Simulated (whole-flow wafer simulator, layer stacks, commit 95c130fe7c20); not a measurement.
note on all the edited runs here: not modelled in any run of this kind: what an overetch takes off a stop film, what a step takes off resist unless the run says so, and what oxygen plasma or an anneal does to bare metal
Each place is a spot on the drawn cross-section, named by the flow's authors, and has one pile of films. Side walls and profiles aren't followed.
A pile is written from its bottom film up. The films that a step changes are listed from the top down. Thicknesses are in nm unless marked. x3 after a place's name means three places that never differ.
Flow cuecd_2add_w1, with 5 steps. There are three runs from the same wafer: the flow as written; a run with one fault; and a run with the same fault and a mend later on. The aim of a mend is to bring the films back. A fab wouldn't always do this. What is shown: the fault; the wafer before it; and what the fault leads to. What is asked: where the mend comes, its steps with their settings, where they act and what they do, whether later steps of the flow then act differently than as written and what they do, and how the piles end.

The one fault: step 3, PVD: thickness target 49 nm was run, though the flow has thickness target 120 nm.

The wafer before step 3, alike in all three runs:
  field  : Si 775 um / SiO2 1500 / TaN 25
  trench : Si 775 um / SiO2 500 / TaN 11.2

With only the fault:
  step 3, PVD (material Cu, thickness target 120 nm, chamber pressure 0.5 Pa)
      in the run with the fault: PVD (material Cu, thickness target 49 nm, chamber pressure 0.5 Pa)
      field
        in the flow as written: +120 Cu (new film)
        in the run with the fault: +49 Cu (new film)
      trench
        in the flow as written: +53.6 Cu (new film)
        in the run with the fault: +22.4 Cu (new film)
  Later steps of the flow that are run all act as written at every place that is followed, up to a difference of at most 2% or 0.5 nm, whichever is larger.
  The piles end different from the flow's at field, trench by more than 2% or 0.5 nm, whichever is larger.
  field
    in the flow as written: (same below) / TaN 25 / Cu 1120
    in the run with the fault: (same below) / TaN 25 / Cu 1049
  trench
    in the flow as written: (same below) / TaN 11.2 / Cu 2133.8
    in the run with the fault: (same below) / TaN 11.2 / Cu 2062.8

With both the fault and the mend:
  After step 3 comes the mend.
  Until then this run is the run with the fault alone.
  step 3a, ETCH (chemistry cu recess dil, depth target 56.56 nm)
      field
        -49 Cu (all of it)
      trench
        -22.4 Cu (all of it)
  step 3b, PVD (material Cu, thickness target 120 nm, chamber pressure 0.5 Pa) (a further turn of the flow's step 3)
      field
        +120 Cu (new film)
      trench
        +53.6 Cu (new film)
  Later steps of the flow that are run all act as written at every place that is followed.
  The piles end the same as the flow's at every place that both follow.
